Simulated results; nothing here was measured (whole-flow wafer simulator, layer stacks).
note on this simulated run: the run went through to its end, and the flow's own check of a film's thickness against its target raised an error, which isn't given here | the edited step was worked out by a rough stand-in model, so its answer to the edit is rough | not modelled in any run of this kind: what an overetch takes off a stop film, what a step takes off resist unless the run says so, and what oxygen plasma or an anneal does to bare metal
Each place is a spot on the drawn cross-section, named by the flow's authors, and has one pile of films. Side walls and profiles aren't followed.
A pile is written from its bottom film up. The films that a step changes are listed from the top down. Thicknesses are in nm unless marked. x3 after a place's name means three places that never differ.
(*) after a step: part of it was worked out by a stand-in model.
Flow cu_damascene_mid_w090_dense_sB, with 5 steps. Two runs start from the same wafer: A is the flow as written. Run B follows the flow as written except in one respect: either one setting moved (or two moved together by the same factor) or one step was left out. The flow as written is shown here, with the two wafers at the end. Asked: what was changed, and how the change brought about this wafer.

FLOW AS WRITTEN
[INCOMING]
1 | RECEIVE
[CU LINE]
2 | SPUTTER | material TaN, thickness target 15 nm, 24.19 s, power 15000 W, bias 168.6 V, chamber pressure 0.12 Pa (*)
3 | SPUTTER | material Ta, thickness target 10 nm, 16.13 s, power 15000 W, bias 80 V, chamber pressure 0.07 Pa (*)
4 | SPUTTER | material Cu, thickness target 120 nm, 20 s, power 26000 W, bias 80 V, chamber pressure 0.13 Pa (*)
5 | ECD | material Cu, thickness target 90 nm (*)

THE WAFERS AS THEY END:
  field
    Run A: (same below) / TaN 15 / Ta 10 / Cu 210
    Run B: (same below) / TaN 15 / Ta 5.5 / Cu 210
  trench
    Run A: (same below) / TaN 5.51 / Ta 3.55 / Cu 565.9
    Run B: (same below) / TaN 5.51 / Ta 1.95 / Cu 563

Cause: step 3, SPUTTER: thickness target 5.5 nm was run, while the flow as written has thickness target 10 nm; step 3, SPUTTER: 8.87 s was run, where the flow has 16.13 s.
The wafer itself shows it: field has Ta 5.5, and step 3 as written asks for 10 nm.

Step by step, how the change led to this:
  3 | SPUTTER | material Ta, thickness target 10 nm, 16.13 s, power 15000 W, bias 80 V, chamber pressure 0.07 Pa (*)
      field: A +10 Ta (new film) | B +5.5 Ta (new film)
      trench: A +3.55 Ta (new film) | B +1.95 Ta (new film)
